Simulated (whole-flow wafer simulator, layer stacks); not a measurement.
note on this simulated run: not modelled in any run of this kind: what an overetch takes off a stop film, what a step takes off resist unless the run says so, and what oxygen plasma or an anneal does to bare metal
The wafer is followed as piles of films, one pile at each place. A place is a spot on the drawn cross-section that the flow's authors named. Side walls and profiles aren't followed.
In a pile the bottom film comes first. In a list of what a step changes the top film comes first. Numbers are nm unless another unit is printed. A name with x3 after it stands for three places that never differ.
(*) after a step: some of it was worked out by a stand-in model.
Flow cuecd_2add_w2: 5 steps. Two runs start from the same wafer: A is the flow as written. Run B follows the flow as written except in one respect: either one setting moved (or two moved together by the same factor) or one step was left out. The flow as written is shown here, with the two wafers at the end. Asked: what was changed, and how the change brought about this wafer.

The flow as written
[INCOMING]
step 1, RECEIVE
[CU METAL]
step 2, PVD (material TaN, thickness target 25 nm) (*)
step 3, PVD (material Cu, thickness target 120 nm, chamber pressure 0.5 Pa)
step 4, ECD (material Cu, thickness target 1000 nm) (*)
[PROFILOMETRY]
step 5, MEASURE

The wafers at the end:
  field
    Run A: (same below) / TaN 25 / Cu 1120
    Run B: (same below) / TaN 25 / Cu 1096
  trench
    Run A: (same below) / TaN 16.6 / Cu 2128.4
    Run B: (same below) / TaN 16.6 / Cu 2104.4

What caused this: step 3, PVD: thickness target 96 nm was run, while the flow as written has thickness target 120 nm.

The path from the change to this, step by step:
  step 3, PVD (material Cu, thickness target 120 nm, chamber pressure 0.5 Pa)
      field: A +120 Cu (new film) | B +96 Cu (new film)
      trench: A +80.8 Cu (new film) | B +64.7 Cu (new film)
